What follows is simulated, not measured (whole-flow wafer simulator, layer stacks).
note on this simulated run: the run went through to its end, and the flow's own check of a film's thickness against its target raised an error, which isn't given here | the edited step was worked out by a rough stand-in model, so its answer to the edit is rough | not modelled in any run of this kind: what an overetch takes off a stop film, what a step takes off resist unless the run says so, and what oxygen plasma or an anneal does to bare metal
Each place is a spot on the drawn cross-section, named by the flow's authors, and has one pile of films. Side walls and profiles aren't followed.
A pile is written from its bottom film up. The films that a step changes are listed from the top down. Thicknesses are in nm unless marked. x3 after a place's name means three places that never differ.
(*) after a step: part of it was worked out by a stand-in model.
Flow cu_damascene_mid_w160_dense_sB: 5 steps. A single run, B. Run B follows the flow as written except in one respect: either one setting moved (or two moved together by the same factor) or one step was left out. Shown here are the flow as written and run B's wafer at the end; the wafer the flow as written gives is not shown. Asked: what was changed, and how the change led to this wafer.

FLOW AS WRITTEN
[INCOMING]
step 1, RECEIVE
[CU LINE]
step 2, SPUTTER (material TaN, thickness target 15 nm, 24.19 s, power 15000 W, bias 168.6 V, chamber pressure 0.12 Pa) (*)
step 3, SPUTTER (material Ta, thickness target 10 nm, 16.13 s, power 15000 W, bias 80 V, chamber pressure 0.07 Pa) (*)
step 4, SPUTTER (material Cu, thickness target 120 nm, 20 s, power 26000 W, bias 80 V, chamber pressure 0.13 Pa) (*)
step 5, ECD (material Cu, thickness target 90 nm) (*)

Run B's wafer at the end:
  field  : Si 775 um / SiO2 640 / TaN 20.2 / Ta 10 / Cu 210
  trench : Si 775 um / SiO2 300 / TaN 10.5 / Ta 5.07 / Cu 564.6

Cause: step 2, SPUTTER: thickness target 20.2 nm was run, while the flow as written has thickness target 15 nm; step 2, SPUTTER: 32.66 s was run, where the flow has 24.19 s.
The wafer lets one read it off: field has TaN 20.2, and step 2 as written asks for 15 nm.

Step by step, how the change led to this:
  step 2, SPUTTER (material TaN, thickness target 15 nm, 24.19 s, power 15000 W, bias 168.6 V, chamber pressure 0.12 Pa) (*)
      field: +20.2 TaN (new film) (as written it would have been: +15 TaN (new film))
      trench: +10.5 TaN (new film) (as written it would have been: +7.82 TaN (new film))
